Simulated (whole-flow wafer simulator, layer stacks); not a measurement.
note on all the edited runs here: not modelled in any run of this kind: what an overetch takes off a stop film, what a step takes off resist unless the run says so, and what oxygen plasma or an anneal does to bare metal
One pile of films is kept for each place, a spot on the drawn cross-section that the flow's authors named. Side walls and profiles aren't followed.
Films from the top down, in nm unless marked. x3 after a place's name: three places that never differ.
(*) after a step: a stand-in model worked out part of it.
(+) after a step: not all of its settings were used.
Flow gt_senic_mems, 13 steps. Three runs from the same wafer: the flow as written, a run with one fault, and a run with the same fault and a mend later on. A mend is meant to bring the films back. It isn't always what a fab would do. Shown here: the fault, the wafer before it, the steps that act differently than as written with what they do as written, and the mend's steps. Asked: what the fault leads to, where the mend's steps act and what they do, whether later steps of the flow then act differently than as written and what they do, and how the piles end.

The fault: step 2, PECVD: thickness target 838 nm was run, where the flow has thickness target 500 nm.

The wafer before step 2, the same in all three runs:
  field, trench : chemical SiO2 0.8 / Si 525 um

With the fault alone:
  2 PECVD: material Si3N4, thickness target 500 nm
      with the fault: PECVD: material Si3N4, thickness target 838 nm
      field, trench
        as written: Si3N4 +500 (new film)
        with the fault: Si3N4 +838 (new film)
  Later steps of the flow that act differently than as written (2 more steps differ only slightly, by at most 2% or 0.5 nm, whichever is larger, and aren't shown):
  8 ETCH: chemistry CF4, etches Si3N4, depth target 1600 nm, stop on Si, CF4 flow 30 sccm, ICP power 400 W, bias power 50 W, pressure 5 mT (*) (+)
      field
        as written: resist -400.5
        with the fault: resist -625.9
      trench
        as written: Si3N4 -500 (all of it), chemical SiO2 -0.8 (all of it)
        with the fault: Si3N4 -838 (all of it), chemical SiO2 -0.8 (all of it)
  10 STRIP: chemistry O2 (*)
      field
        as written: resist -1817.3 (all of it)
        with the fault: resist -1592 (all of it)
  At the end the piles differ from the flow's by more than 2% or 0.5 nm, whichever is larger, at field.
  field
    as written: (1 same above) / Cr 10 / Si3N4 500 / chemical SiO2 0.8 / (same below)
    with the fault: (1 same above) / Cr 10 / Si3N4 838 / chemical SiO2 0.8 / (same below)

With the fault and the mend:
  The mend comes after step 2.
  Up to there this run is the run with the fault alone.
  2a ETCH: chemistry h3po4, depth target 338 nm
      field, trench
        Si3N4 -338
  No later step of the flow acts differently than as written at any place that is followed.
  At the end the piles are the same as the flow's at every place that both follow.
